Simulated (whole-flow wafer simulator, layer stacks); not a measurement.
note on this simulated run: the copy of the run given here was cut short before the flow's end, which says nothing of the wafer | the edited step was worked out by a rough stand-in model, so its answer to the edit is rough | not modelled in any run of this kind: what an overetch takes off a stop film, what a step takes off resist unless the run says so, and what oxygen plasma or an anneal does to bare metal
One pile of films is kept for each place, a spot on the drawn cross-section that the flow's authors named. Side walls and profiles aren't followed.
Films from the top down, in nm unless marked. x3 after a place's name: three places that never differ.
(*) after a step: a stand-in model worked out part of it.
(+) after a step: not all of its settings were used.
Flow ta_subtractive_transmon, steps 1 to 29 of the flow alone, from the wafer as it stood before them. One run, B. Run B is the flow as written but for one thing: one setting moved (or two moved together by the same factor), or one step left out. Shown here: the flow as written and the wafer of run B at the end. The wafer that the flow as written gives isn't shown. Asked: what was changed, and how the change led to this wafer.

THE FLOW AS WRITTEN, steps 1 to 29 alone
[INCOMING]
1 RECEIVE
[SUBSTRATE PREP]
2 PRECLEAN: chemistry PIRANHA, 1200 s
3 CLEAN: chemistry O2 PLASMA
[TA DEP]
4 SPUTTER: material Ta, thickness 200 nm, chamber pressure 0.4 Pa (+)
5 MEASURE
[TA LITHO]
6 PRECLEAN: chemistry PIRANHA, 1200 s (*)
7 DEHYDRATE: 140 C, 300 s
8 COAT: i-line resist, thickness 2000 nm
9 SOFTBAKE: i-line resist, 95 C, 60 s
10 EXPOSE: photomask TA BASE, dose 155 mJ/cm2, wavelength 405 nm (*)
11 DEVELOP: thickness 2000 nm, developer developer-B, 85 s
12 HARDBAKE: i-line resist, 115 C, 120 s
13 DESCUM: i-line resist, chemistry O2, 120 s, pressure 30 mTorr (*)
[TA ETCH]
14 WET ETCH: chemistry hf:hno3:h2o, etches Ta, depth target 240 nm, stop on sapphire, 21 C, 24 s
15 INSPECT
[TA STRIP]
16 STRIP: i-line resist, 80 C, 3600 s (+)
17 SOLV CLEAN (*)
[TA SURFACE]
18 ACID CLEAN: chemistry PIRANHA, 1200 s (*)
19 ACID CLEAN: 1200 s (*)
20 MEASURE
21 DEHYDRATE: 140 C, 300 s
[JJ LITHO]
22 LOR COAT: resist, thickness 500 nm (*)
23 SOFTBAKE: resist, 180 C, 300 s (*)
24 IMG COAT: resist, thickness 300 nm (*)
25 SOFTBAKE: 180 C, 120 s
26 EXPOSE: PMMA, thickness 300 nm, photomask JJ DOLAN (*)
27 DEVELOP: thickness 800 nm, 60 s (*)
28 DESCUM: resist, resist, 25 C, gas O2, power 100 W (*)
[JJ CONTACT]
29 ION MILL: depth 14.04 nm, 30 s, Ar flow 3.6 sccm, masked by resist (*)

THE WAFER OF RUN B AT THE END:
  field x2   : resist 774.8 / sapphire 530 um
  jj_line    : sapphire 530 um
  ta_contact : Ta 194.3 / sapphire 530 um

The cause: step 29, ION MILL: 17.2 s was run, where the flow has 30 s.

How the change led to this, step by step:
  29 ION MILL: depth 14.04 nm, 30 s, Ar flow 3.6 sccm, masked by resist (*)
      field x2, ta_pad: resist -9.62 (as written it would be: resist -16.8)
      jj_line, lead: sapphire -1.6 (as written it would be: sapphire -2.8)
      (and at 1 more place)
